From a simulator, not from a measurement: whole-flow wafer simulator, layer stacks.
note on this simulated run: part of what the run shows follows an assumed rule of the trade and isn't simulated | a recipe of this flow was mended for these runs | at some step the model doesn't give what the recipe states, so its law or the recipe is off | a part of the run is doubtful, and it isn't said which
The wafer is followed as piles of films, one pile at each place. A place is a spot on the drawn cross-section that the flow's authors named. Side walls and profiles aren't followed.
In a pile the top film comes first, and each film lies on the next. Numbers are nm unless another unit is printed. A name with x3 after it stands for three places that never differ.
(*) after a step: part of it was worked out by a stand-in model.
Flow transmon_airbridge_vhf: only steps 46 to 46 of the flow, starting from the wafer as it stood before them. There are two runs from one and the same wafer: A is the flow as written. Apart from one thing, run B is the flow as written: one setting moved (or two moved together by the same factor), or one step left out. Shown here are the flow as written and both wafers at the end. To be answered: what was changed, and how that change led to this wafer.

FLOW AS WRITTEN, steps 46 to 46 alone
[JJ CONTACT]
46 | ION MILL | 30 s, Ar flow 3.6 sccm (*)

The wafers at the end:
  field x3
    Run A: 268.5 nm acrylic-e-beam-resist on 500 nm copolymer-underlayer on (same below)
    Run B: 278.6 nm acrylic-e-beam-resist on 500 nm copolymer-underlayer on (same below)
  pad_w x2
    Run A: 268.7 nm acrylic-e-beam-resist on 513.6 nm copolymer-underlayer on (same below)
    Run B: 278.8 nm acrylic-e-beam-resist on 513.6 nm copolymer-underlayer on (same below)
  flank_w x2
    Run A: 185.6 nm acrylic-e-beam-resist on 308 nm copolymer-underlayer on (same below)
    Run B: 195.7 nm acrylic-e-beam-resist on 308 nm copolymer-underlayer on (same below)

What caused this: step 46, ION MILL: 12 s was run, while the flow as written has 30 s.

How this came from the change, step by step:
  46 | ION MILL | 30 s, Ar flow 3.6 sccm (*)
      field x3, ground_far x3, pad_w x2, flank_w x2, gap_w x2, cpw_trace, margin_s x2, bridge_strip: A -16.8 acrylic-e-beam-resist | B -6.71 acrylic-e-beam-resist
      jj_line: A -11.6 Si | B -4.65 Si
